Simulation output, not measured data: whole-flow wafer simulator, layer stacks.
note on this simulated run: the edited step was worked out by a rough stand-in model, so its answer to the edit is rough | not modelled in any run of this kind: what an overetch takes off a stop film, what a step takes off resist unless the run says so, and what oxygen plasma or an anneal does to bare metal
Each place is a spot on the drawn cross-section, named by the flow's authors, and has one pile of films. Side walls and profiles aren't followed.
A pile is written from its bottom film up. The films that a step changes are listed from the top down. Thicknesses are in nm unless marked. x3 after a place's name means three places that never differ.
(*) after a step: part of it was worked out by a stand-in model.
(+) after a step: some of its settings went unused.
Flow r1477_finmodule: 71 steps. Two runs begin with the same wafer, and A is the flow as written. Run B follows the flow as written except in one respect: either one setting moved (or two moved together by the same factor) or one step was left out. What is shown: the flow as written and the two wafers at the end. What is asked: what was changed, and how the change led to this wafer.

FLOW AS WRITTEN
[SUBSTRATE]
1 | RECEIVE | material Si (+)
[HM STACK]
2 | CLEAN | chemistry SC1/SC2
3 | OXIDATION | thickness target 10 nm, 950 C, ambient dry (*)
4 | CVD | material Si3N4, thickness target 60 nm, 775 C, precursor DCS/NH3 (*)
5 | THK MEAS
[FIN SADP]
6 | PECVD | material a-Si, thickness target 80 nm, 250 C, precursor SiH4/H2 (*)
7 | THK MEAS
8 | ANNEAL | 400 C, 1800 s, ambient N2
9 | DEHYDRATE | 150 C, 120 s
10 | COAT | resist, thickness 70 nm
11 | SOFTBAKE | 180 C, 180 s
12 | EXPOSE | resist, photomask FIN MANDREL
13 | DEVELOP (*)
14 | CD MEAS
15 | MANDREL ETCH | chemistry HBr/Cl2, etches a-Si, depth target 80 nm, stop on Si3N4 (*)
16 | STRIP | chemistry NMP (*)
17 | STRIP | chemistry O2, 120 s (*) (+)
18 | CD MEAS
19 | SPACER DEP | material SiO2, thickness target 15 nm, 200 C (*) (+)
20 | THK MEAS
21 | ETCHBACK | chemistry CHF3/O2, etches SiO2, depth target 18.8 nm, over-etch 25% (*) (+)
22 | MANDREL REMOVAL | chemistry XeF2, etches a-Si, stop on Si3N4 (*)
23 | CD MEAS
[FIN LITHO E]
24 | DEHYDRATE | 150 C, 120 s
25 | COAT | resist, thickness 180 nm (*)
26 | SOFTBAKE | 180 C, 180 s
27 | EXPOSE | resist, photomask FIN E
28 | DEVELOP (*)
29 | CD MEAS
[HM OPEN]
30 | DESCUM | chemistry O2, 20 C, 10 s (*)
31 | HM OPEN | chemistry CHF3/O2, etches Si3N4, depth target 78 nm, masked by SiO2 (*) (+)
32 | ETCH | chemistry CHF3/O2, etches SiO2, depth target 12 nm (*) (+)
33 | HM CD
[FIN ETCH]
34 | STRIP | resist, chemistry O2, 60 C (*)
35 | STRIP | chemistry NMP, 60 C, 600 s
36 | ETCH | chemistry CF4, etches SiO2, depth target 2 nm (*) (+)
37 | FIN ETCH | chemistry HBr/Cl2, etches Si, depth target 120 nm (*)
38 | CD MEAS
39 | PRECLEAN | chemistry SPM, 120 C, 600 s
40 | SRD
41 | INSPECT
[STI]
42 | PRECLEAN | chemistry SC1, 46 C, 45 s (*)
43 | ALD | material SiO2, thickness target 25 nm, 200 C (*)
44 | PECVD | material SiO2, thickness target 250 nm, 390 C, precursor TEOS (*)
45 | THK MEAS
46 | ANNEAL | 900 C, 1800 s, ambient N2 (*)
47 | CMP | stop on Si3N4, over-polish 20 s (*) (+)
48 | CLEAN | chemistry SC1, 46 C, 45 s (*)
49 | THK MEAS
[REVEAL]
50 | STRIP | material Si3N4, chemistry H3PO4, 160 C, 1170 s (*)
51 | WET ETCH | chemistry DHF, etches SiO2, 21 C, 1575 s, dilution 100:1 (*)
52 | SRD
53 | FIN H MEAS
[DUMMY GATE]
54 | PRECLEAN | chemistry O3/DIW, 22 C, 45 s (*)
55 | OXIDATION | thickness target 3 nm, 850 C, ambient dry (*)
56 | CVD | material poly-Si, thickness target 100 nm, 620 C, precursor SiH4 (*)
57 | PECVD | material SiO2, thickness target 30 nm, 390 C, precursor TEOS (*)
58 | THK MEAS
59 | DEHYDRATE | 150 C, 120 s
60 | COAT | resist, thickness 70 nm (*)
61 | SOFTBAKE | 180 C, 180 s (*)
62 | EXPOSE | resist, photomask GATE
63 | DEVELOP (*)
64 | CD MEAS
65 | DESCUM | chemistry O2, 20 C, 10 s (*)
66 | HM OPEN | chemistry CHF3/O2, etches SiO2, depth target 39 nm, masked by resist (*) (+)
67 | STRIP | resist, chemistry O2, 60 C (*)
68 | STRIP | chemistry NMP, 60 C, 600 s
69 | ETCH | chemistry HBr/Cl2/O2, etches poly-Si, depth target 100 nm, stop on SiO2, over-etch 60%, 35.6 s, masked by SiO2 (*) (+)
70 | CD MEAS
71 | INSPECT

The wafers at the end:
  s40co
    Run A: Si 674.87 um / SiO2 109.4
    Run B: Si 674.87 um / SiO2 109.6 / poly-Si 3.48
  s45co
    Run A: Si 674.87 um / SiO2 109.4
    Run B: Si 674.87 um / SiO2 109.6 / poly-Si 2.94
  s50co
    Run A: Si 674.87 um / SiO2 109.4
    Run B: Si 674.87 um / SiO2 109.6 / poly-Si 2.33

What caused this: step 69, ETCH: depth target 67.5 nm was run, while the flow as written has depth target 100 nm; step 69, ETCH: 24 s was run, where the flow has 35.6 s.

How this came from the change, step by step:
  69 | ETCH | chemistry HBr/Cl2/O2, etches poly-Si, depth target 100 nm, stop on SiO2, over-etch 60%, 35.6 s, masked by SiO2 (*) (+)
      s40co: A chemical SiO2 loses 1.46 (all of it), poly-Si loses 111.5 (all of it), SiO2 loses 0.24 | B chemical SiO2 loses 1.46 (all of it), poly-Si loses 108
      s45co: A chemical SiO2 loses 1.46 (all of it), poly-Si loses 110.9 (all of it), SiO2 loses 0.25 | B chemical SiO2 loses 1.46 (all of it), poly-Si loses 108
      (and at 19 other places as well)
